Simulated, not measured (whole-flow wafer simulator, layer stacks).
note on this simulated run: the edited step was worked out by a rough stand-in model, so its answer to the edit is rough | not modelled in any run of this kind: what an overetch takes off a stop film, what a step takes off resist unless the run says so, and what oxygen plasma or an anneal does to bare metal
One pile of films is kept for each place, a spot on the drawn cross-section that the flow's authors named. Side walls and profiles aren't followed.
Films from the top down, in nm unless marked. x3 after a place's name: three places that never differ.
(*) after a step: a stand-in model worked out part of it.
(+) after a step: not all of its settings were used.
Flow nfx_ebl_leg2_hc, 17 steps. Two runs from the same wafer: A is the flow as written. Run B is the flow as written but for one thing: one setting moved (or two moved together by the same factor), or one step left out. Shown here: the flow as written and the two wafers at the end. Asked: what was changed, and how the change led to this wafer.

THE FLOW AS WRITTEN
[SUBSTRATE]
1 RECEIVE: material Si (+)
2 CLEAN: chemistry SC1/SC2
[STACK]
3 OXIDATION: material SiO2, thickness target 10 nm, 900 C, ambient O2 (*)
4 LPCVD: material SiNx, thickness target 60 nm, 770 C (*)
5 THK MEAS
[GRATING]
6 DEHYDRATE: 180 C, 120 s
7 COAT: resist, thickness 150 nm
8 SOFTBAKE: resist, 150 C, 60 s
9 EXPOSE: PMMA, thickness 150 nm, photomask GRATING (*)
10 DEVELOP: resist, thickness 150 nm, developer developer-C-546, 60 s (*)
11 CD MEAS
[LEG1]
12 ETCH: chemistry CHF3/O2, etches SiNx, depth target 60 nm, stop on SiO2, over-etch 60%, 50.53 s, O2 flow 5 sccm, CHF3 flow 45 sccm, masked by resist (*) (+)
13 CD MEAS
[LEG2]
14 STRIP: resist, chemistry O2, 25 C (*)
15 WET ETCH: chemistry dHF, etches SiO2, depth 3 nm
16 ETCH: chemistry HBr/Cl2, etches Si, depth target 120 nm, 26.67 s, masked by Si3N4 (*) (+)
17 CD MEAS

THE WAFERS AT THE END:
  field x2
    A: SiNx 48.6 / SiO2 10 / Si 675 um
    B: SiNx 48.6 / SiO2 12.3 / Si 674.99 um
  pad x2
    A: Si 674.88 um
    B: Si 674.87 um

The cause: step 3, OXIDATION: thickness target 12.3 nm was run, where the flow has thickness target 10 nm.
It can be read off the wafer: field x2 has SiO2 12.3, and step 3 as written asks for 10 nm.

How the change led to this, step by step:
  3 OXIDATION: material SiO2, thickness target 10 nm, 900 C, ambient O2 (*)
      field x2, pad x2: A SiO2 +10 (new film), chemical SiO2 -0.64 (all of it), Si -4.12 | B SiO2 +12.3 (new film), chemical SiO2 -0.64 (all of it), Si -5.13
  12 ETCH: chemistry CHF3/O2, etches SiNx, depth target 60 nm, stop on SiO2, over-etch 60%, 50.53 s, O2 flow 5 sccm, CHF3 flow 45 sccm, masked by resist (*) (+)
      pad x2: A SiNx -60 (all of it), SiO2 -10 (all of it) | B SiNx -60 (all of it), SiO2 -12.3 (all of it)
